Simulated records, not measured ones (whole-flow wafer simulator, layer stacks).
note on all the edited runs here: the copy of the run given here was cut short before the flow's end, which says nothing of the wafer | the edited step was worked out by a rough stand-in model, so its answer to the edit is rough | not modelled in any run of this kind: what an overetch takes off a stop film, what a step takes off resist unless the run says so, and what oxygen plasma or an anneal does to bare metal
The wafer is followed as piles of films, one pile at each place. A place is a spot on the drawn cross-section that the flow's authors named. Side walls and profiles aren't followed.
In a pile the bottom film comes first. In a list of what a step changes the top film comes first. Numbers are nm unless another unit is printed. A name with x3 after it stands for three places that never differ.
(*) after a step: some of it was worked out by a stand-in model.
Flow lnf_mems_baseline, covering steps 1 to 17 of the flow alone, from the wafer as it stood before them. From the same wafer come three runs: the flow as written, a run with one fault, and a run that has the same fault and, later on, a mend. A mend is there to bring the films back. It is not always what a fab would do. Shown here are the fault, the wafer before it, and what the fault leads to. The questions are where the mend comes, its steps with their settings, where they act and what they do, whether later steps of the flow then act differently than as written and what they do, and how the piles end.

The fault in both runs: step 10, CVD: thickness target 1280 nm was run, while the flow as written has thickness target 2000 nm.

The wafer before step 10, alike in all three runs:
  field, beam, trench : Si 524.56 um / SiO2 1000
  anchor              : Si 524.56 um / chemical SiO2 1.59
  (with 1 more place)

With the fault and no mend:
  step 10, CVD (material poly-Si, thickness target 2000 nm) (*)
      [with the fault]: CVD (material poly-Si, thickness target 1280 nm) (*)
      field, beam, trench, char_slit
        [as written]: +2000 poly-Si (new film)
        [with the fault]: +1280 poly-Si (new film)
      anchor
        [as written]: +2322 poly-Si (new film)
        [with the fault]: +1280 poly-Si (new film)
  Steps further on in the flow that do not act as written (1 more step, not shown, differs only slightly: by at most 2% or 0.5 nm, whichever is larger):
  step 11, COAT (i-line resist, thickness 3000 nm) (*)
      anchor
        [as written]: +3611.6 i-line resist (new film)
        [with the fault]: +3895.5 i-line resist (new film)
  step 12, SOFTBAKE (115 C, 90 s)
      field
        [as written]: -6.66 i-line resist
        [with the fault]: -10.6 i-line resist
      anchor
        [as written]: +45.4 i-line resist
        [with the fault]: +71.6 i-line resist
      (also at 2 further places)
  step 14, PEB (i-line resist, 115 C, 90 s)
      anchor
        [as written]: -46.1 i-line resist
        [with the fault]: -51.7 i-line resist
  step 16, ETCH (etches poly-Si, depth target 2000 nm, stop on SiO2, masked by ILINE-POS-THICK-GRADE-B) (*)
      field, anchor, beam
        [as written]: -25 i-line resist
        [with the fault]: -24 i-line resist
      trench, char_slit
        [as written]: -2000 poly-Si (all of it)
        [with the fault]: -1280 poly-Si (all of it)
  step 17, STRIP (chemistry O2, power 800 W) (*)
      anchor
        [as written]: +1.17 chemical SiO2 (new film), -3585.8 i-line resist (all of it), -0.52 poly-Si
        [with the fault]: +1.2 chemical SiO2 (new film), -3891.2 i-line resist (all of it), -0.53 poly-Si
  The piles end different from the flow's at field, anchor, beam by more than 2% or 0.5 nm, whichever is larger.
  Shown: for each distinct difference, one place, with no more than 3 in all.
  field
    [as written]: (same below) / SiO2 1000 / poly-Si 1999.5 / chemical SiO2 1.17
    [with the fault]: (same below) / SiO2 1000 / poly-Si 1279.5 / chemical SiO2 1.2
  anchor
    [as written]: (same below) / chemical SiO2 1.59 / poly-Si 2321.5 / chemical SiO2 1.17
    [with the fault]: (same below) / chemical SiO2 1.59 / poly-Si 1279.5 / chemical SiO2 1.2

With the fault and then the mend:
  The mend stands after step 10.
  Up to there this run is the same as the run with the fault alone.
  step 10a, ETCH (chemistry tmah, depth target 1649 nm)
      field, anchor, beam, trench, char_slit
        -1280 poly-Si (all of it)
  step 10b, CLEAN (chemistry SC1/SC2) (the flow's step 1, run once more)
      does not change any film at any place that is followed
  step 10c, CVD (material poly-Si, thickness target 2000 nm) (*) (the flow's step 10, run once more)
      field, beam, trench, char_slit
        +2000 poly-Si (new film)
      anchor
        +2322 poly-Si (new film)
  Every later step of the flow that is run acts as written at every place that is followed.
  At every place that both follow, the piles at the end match the flow's.
